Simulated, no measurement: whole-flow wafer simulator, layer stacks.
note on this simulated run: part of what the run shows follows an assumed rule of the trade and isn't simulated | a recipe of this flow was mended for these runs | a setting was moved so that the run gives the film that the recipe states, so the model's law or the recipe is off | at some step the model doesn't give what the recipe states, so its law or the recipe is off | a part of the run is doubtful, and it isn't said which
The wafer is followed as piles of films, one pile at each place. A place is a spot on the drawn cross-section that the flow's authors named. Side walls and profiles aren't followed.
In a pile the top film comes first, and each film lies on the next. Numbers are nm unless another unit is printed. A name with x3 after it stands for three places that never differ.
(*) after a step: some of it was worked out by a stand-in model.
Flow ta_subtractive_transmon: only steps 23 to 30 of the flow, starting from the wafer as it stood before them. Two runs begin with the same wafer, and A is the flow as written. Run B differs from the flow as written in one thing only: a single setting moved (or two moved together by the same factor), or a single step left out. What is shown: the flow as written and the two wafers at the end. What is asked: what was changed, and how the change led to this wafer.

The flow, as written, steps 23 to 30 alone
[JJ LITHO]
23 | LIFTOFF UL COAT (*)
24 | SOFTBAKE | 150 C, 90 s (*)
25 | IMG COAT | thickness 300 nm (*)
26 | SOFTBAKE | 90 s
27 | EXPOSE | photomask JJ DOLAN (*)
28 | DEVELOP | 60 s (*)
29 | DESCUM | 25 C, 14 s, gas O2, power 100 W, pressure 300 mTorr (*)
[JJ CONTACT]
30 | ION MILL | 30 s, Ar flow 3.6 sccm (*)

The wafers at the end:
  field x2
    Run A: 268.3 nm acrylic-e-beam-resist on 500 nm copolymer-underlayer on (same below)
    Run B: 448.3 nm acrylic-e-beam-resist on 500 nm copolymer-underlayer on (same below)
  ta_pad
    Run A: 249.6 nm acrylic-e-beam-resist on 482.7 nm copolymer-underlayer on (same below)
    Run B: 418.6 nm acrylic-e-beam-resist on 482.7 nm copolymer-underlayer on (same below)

What caused this: step 25, IMG COAT: thickness 480 nm was run, whereas the flow has thickness 300 nm.

How this came from the change, step by step:
  25 | IMG COAT | thickness 300 nm (*)
      field x2, jj_line: A acrylic-e-beam-resist gains 300 (new film) | B acrylic-e-beam-resist gains 480 (new film)
      lead: A acrylic-e-beam-resist gains 312.5 (new film) | B acrylic-e-beam-resist gains 498.2 (new film)
      (and at 2 other places as well)
  28 | DEVELOP | 60 s (*)
      jj_line: A acrylic-e-beam-resist loses 300 (all of it), copolymer-underlayer loses 500 (all of it) | B acrylic-e-beam-resist loses 480 (all of it), copolymer-underlayer loses 500 (all of it)
      lead: A acrylic-e-beam-resist loses 312.5 (all of it), copolymer-underlayer loses 554.7 (all of it) | B acrylic-e-beam-resist loses 498.2 (all of it), copolymer-underlayer loses 554.7 (all of it)
      (and at 1 other place as well)
